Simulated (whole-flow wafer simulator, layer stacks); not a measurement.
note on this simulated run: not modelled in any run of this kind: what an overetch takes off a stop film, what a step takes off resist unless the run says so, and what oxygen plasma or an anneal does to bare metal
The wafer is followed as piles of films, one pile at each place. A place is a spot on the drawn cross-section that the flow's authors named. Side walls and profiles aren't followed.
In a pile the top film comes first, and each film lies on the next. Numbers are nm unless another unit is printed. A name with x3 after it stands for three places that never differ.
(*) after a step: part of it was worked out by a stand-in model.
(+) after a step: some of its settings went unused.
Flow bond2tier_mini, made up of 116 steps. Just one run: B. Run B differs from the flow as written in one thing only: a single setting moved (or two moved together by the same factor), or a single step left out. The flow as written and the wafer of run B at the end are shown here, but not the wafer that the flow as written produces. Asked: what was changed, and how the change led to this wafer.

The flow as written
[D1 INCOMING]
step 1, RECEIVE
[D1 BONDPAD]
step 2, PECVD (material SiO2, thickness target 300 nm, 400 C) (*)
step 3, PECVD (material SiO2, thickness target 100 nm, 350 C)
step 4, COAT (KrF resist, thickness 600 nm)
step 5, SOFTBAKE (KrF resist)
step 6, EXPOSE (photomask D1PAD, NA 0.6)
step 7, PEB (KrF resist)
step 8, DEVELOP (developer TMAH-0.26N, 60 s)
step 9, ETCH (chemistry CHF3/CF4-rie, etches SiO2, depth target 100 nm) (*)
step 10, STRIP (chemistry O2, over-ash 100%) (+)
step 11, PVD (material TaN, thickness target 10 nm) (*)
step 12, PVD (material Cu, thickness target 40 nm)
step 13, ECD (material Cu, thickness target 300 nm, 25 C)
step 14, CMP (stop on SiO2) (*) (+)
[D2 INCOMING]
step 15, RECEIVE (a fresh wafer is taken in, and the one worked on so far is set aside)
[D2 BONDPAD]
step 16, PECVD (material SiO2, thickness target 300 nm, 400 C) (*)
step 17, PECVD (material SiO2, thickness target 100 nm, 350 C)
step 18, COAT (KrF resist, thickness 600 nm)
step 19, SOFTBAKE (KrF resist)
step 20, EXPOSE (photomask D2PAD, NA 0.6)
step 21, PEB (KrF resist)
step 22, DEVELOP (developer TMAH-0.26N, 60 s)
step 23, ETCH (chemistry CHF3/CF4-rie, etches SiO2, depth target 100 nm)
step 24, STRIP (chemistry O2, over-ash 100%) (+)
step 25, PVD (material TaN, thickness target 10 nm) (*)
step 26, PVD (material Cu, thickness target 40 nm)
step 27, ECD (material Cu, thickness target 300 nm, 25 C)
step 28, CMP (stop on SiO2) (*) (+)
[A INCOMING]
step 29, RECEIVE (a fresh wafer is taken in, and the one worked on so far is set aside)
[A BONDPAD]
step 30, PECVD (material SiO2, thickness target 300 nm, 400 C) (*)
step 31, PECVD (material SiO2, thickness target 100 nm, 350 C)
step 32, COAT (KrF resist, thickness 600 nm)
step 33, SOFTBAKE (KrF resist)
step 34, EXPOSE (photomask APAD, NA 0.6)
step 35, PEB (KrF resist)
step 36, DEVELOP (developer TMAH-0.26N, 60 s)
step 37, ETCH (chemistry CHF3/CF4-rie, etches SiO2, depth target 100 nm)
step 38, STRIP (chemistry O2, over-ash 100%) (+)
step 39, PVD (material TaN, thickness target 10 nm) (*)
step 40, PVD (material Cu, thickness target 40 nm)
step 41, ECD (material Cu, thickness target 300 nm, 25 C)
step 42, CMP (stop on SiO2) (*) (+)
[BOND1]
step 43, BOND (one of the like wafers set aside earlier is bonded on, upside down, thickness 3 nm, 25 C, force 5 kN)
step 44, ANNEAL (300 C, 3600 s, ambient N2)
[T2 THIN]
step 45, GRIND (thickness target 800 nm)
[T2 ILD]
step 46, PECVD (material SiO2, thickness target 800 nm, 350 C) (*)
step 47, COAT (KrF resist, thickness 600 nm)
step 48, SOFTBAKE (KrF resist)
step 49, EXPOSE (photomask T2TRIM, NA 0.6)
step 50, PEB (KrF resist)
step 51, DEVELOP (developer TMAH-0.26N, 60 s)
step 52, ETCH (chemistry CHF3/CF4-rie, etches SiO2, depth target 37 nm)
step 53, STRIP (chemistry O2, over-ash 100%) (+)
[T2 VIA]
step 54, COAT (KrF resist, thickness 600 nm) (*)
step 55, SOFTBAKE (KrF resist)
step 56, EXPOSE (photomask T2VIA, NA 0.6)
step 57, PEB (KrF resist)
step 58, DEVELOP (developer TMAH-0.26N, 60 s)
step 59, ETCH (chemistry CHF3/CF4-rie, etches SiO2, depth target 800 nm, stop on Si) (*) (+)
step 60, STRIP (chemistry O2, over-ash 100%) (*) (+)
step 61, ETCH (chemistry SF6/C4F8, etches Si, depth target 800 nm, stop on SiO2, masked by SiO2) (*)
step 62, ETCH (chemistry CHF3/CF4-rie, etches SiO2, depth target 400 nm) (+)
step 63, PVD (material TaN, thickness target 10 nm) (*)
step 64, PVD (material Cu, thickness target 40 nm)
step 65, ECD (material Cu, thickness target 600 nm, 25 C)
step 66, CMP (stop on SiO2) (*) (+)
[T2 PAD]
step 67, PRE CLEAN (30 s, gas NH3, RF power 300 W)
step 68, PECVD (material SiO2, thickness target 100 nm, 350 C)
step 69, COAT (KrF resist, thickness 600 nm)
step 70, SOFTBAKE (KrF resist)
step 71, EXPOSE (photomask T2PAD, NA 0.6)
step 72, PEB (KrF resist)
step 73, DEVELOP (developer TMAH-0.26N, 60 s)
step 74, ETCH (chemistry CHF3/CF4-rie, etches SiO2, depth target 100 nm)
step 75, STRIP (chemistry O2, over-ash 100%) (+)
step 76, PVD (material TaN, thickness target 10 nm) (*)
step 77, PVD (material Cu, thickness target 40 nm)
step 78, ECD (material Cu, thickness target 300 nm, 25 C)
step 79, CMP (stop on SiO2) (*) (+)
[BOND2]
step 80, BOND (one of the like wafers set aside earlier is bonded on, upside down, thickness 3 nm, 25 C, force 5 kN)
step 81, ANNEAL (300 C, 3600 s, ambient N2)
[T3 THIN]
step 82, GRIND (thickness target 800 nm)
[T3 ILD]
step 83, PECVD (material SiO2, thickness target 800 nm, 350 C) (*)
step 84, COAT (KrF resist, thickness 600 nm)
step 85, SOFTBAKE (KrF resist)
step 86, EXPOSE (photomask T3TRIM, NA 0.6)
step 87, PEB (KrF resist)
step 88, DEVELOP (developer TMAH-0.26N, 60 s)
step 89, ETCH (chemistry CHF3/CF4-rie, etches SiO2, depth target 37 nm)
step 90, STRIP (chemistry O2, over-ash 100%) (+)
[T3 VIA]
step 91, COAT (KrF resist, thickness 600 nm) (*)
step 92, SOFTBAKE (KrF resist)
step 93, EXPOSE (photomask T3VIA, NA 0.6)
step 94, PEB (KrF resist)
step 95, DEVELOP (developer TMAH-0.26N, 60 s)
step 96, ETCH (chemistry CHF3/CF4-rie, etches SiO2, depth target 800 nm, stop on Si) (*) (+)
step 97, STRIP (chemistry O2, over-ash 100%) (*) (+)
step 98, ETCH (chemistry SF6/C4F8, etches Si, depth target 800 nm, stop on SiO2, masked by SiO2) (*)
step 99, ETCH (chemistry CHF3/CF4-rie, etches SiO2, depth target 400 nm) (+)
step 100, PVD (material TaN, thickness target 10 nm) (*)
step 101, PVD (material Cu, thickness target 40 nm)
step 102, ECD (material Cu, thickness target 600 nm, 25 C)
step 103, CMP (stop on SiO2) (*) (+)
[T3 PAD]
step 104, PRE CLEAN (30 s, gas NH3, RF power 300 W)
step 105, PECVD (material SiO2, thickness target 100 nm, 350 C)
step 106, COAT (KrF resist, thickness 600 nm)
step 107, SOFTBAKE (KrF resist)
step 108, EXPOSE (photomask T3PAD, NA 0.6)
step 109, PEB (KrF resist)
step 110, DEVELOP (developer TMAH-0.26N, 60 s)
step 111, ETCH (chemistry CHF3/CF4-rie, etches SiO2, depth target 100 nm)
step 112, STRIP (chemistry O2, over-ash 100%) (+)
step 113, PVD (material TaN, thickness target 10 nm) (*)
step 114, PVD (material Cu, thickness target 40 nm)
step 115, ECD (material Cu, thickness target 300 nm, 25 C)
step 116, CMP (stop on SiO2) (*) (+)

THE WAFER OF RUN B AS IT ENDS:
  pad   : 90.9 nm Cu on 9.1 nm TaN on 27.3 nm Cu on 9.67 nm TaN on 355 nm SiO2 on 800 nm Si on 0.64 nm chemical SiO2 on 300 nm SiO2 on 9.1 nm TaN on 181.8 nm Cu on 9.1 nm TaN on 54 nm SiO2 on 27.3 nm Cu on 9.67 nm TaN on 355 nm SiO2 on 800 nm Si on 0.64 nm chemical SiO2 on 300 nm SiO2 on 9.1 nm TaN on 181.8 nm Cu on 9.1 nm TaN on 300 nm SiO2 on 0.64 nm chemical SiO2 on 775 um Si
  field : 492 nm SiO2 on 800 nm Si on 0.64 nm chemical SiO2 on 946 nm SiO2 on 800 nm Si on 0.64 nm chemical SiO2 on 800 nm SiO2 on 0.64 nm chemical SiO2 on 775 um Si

Cause: step 68, PECVD: thickness target 154 nm was run, whereas the flow has thickness target 100 nm.

How this came from the change, step by step:
  step 68, PECVD (material SiO2, thickness target 100 nm, 350 C)
      field: +154 SiO2 (in the flow as written it would be: +100 SiO2)
      pad: +154 SiO2 (new film) (in the flow as written it would be: +100 SiO2 (new film))
  step 74, ETCH (chemistry CHF3/CF4-rie, etches SiO2, depth target 100 nm)
      pad: -100 SiO2 (in the flow as written it would be: -100 SiO2 (all of it))
With metal films that touch counted as one body, pad has 4 bodies (between them, from the top down: SiO2 355 / Si 800 / chemical SiO2 0.64 / SiO2 300; SiO2 54; SiO2 355 / Si 800 / chemical SiO2 0.64 / SiO2 300); the flow as written gives 3 bodies (between them, from the top down: SiO2 355 / Si 800 / chemical SiO2 0.64 / SiO2 300; SiO2 355 / Si 800 / chemical SiO2 0.64 / SiO2 300).
